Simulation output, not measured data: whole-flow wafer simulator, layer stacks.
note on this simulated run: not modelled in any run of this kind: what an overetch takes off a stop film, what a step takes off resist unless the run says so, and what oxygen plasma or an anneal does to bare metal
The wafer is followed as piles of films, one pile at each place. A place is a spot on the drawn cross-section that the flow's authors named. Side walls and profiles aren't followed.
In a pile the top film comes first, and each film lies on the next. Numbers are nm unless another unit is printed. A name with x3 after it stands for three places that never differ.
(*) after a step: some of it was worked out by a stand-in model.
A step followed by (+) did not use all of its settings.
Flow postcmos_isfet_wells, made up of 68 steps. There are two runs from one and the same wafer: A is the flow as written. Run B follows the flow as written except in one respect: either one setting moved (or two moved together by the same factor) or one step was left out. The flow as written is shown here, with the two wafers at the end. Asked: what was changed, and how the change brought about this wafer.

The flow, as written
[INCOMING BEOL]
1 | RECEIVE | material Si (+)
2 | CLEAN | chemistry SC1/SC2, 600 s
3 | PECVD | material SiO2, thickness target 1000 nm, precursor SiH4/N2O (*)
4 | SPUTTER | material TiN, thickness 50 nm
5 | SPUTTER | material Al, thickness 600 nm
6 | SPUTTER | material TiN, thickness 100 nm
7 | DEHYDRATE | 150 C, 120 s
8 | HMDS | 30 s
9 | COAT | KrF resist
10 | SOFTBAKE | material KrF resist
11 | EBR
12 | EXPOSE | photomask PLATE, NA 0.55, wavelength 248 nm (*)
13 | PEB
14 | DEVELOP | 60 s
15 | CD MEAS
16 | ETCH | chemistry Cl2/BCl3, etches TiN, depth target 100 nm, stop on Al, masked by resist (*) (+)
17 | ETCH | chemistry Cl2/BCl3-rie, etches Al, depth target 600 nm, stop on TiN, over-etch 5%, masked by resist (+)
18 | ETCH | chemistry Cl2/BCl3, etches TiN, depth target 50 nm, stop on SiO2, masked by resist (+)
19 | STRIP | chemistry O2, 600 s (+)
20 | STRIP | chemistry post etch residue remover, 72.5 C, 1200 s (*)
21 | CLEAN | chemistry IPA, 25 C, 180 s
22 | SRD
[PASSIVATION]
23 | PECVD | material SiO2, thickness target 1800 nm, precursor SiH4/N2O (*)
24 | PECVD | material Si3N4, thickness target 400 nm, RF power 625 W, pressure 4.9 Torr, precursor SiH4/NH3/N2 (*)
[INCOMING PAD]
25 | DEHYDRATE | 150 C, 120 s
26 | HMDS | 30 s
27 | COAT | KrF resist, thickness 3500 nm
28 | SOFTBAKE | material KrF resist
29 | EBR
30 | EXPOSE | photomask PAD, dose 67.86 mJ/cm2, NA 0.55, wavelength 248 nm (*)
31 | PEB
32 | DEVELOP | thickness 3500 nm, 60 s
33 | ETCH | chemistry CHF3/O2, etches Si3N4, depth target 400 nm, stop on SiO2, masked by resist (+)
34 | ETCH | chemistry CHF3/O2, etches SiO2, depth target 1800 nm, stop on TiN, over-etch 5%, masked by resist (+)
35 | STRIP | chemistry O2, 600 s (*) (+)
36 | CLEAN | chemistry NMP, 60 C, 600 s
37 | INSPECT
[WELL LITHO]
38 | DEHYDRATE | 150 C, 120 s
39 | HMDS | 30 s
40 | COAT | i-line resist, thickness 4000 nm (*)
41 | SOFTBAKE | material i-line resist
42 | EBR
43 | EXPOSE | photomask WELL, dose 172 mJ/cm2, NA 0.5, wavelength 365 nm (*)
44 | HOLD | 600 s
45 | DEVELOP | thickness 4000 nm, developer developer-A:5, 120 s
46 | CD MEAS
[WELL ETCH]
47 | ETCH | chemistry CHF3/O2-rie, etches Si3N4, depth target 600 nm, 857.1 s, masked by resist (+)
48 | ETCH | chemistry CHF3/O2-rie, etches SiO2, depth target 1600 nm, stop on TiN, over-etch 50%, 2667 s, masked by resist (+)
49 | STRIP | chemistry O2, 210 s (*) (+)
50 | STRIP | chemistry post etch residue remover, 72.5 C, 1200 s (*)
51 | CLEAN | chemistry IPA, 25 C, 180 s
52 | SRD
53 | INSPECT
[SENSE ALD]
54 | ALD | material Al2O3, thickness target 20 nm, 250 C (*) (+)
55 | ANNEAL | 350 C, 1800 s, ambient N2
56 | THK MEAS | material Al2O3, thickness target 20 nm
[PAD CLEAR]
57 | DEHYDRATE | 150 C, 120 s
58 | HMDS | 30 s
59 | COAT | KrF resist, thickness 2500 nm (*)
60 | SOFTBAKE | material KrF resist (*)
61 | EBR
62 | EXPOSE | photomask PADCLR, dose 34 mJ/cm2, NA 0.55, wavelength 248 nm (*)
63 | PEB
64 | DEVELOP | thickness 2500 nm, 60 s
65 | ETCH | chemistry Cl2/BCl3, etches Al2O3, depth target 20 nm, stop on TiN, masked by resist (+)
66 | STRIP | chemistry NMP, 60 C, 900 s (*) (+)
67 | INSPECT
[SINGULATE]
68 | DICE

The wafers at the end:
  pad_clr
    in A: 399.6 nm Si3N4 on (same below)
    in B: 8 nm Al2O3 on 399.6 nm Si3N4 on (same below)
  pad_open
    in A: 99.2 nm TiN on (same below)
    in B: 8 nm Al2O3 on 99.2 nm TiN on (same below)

The reason: step 65, ETCH: depth target 12 nm was run, though the flow has depth target 20 nm.

The path from the change to this, step by step:
  65 | ETCH | chemistry Cl2/BCl3, etches Al2O3, depth target 20 nm, stop on TiN, masked by resist (+)
      pad_clr, pad_open: A -20 Al2O3 (all of it) | B -12 Al2O3
      field, margin, pad_rim: A -25 KrF resist | B -15 KrF resist
